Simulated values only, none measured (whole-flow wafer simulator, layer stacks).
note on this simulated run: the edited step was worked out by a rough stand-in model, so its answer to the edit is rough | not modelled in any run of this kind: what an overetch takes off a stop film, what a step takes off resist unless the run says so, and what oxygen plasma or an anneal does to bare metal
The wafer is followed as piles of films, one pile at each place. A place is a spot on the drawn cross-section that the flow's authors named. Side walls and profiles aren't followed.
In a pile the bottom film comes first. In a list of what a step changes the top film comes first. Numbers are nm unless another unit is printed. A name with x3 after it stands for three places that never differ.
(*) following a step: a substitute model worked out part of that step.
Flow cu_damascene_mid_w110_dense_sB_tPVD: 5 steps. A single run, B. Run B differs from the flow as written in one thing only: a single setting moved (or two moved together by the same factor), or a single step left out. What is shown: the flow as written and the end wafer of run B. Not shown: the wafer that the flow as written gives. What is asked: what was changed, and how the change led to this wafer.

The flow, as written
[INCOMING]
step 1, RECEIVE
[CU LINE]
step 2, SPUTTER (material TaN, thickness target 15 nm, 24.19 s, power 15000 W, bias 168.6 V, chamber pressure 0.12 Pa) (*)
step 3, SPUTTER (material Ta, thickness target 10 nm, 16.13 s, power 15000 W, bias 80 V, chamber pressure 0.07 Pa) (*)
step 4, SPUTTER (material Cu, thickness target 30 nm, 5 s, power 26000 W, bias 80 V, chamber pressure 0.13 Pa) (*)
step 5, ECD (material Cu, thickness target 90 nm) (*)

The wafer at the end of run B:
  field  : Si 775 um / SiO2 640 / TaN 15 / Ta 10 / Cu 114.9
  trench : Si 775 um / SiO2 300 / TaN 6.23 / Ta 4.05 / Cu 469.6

Cause: step 4, SPUTTER: thickness target 24.9 nm was run, while the flow as written has thickness target 30 nm; step 4, SPUTTER: 4.155 s was run, where the flow has 5 s.

Step by step, how the change led to this:
  step 4, SPUTTER (material Cu, thickness target 30 nm, 5 s, power 26000 W, bias 80 V, chamber pressure 0.13 Pa) (*)
      field: Cu gains 24.9 (new film) (as written it would have been: Cu gains 30 (new film))
      trench: Cu gains 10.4 (new film) (as written it would have been: Cu gains 12.5 (new film))
